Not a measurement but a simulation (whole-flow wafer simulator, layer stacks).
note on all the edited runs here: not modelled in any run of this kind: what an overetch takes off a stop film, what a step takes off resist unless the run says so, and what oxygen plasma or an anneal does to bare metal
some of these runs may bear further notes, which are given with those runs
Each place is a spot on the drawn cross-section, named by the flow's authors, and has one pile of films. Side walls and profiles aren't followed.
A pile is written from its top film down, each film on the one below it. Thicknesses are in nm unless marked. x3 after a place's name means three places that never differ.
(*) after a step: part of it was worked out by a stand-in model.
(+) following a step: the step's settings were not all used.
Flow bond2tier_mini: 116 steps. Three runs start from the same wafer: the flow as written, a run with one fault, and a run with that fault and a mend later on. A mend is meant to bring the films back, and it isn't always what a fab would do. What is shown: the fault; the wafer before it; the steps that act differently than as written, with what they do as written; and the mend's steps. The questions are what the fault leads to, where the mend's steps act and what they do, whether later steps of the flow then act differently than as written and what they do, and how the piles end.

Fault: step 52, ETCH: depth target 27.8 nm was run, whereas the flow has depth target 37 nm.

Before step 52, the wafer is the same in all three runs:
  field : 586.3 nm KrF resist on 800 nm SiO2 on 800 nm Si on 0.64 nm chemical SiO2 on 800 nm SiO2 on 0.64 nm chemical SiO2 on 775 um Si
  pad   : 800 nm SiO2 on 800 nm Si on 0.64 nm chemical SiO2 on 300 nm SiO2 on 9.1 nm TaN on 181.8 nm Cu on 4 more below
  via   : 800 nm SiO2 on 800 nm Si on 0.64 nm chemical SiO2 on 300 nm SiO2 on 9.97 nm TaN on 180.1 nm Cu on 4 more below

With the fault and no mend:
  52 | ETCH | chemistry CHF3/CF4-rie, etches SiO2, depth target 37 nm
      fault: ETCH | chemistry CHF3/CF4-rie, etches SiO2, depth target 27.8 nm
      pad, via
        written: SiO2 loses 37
        fault: SiO2 loses 27.8
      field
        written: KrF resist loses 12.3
        fault: KrF resist loses 9.27
  None of the later steps of the flow differs from how it acts as written, at any place that is followed, by more than 2% or 0.5 nm, whichever is larger.
  At pad, the piles at the end differ from the flow's by more than 2% or 0.5 nm, whichever is larger.
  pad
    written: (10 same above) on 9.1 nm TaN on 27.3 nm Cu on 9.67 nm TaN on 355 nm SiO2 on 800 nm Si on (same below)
    fault: (10 same above) on 9.1 nm TaN on 18 nm Cu on 9.75 nm TaN on 364.2 nm SiO2 on 800 nm Si on (same below)

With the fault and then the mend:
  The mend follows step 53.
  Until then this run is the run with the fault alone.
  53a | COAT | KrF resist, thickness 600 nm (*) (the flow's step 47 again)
      field
        KrF resist gains 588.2 (new film)
      pad
        KrF resist gains 612.3 (new film)
      via
        KrF resist gains 610.8 (new film)
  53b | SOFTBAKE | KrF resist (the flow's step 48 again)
      leaves every film unchanged at each place that is followed
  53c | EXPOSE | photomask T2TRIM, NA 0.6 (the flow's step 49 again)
      leaves every film unchanged at each place that is followed
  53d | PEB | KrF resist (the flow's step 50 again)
      leaves every film unchanged at each place that is followed
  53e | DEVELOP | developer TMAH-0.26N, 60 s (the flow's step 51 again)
      field
        KrF resist loses 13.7
      pad
        KrF resist loses 612.3 (all of it)
      via
        KrF resist loses 610.8 (all of it)
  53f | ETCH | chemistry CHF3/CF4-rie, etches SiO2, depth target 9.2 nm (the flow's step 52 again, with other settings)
      pad, via
        SiO2 loses 9.2
      field
        KrF resist loses 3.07
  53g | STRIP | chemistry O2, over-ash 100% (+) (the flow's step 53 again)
      field
        KrF resist loses 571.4 (all of it)
  None of the later steps of the flow acts differently than as written at any place that is followed.
  At every place that both follow, the piles at the end match the flow's.
